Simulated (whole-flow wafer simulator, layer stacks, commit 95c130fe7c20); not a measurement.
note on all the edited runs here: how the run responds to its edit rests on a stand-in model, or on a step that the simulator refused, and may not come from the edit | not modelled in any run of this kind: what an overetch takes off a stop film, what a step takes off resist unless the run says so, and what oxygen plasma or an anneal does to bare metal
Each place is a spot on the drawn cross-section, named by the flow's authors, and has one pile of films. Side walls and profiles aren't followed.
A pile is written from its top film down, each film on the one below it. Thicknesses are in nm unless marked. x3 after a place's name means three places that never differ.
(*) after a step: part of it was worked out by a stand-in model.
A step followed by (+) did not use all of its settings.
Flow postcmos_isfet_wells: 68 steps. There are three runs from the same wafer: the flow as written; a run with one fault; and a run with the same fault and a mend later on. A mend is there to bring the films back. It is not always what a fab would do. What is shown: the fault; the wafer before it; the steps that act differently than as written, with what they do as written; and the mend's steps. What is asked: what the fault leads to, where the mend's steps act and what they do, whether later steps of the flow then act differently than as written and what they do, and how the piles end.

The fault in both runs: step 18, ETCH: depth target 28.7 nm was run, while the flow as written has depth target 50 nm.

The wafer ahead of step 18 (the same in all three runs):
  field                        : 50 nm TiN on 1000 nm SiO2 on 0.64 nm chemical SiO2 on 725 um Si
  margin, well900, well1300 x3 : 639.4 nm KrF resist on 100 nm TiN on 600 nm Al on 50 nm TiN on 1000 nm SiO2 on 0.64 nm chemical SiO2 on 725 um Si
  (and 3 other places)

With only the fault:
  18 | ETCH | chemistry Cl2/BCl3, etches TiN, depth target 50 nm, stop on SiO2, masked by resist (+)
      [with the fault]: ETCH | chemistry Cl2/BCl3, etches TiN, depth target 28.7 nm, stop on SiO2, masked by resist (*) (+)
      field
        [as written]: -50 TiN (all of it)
        [with the fault]: -28.7 TiN
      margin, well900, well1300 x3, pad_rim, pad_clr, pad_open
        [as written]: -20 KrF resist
        [with the fault]: -11.5 KrF resist
  Steps later in the flow that act otherwise than as written (not shown: 2 more steps that differ only slightly, by at most 2% or 0.5 nm, whichever is larger):
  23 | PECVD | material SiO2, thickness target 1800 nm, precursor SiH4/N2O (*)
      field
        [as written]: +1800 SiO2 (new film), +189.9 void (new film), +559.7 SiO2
        [with the fault]: +1800 SiO2 (new film), +174.2 void (new film), +554.5 SiO2 (new film)
  By the end, the piles at field depart from the flow's by more than 2% or 0.5 nm, whichever is larger.
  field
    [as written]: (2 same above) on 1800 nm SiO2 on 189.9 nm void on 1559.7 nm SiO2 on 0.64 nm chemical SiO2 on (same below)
    [with the fault]: (2 same above) on 1800 nm SiO2 on 174.2 nm void on 554.5 nm SiO2 on 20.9 nm TiN on 1000 nm SiO2 on 0.64 nm chemical SiO2 on (same below)

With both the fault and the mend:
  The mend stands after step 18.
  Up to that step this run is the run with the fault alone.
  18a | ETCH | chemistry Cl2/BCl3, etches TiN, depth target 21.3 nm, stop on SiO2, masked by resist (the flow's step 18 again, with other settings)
      margin, well900, well1300 x3, pad_rim, pad_clr, pad_open
        -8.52 KrF resist
      field
        -21.3 TiN (all of it)
  Later steps of the flow that are run all act as written at every place that is followed.
  By the end, the piles equal the flow's at every place that both follow.
